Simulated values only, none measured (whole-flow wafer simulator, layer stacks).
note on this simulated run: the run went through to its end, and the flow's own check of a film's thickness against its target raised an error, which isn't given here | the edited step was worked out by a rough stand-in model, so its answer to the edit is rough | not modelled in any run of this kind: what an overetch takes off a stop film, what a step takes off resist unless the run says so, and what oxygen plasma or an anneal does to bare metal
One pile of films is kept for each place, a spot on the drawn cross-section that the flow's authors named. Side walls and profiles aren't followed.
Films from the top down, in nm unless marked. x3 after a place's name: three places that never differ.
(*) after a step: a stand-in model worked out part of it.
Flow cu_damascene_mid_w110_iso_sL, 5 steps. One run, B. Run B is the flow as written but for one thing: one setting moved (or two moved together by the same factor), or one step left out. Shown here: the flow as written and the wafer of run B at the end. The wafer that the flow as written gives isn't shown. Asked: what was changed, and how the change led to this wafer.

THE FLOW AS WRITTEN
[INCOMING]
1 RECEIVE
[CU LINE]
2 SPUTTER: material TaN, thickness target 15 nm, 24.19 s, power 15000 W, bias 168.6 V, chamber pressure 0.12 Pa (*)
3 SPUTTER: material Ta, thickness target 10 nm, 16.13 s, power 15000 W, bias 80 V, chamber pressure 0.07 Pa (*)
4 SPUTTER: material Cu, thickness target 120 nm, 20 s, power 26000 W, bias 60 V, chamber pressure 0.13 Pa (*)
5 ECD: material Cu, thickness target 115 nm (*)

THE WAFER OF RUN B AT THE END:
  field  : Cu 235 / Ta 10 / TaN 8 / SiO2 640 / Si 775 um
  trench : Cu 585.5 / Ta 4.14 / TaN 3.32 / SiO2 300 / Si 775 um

The cause: step 2, SPUTTER: thickness target 8 nm was run, where the flow has thickness target 15 nm; step 2, SPUTTER: 12.89 s was run, where the flow has 24.19 s.
It can be read off the wafer: field has TaN 8, and step 2 as written asks for 15 nm.

How the change led to this, step by step:
  2 SPUTTER: material TaN, thickness target 15 nm, 24.19 s, power 15000 W, bias 168.6 V, chamber pressure 0.12 Pa (*)
      field: TaN +8 (new film) (as written it would be: TaN +15 (new film))
      trench: TaN +3.32 (new film) (as written it would be: TaN +6.23 (new film))
  4 SPUTTER: material Cu, thickness target 120 nm, 20 s, power 26000 W, bias 60 V, chamber pressure 0.13 Pa (*)
      trench: Cu +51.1 (new film) (as written it would be: Cu +49.9 (new film))
